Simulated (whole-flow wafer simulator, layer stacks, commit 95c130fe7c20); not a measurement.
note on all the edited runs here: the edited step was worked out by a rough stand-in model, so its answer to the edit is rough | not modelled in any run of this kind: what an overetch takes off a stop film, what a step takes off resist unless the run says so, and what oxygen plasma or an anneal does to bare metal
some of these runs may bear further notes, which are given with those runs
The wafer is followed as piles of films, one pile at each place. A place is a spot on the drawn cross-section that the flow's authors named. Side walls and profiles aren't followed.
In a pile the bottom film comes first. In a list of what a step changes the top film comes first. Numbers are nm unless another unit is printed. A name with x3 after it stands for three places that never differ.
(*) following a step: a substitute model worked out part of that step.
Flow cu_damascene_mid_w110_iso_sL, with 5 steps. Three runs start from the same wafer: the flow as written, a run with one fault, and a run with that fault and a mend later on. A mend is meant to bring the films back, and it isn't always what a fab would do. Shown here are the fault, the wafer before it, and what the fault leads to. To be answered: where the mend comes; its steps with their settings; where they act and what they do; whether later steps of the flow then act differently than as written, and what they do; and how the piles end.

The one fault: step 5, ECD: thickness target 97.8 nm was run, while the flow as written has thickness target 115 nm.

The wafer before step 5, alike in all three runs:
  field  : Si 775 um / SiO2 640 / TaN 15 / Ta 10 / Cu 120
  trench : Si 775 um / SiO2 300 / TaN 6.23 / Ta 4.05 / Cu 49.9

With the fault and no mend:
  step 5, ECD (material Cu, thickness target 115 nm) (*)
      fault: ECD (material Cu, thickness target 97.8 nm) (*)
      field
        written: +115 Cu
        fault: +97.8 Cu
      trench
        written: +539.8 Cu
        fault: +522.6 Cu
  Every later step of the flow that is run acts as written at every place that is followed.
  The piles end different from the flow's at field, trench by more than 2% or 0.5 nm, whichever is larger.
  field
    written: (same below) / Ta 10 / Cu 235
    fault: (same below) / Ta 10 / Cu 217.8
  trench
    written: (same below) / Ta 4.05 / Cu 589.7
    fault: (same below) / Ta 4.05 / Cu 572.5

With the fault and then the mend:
  The mend follows step 5.
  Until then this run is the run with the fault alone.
  step 5a, ECD (material Cu, thickness target 17.2 nm) (the flow's step 5, run once more with other settings)
      field, trench
        +17.2 Cu
  Every later step of the flow that is run acts as written at every place that is followed.
  By the end, the piles equal the flow's at every place that both follow.
